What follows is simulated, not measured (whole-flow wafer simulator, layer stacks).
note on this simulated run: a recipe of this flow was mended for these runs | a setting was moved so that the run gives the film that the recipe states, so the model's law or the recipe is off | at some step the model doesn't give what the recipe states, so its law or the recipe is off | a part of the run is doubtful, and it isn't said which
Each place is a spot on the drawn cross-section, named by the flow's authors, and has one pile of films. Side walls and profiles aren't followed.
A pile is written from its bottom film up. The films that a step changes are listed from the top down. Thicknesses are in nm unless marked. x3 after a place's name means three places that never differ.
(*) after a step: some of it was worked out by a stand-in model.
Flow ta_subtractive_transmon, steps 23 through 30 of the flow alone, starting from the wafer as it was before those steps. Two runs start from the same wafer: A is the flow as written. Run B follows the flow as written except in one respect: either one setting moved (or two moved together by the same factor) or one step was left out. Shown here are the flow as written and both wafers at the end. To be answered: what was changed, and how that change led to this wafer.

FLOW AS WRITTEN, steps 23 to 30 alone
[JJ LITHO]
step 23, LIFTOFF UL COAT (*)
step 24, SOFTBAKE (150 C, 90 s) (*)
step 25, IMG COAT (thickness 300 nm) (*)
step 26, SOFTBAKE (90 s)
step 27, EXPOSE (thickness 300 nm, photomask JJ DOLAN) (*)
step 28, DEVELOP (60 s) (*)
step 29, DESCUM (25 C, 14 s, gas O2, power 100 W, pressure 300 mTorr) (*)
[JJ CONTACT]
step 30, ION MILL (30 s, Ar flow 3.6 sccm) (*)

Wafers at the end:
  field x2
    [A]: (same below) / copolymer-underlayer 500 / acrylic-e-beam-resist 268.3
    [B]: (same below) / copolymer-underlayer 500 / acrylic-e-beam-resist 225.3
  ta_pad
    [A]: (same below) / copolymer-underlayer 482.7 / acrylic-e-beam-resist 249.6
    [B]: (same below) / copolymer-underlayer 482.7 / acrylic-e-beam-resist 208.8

What caused this: step 25, IMG COAT: thickness 257 nm was run, though the flow has thickness 300 nm; step 27, EXPOSE: thickness 257 nm was run, where the flow has thickness 300 nm.

The path from the change to this, step by step:
  step 25, IMG COAT (thickness 300 nm) (*)
      field x2, jj_line: A acrylic-e-beam-resist gains 300 (new film) | B acrylic-e-beam-resist gains 257 (new film)
      lead: A acrylic-e-beam-resist gains 312.5 (new film) | B acrylic-e-beam-resist gains 268.3 (new film)
      (as well as at 2 more places)
  step 28, DEVELOP (60 s) (*)
      jj_line: A acrylic-e-beam-resist loses 300 (all of it), copolymer-underlayer loses 500 (all of it) | B acrylic-e-beam-resist loses 257 (all of it), copolymer-underlayer loses 500 (all of it)
      lead: A acrylic-e-beam-resist loses 312.5 (all of it), copolymer-underlayer loses 554.7 (all of it) | B acrylic-e-beam-resist loses 268.3 (all of it), copolymer-underlayer loses 554.7 (all of it)
      (as well as at 1 more place)
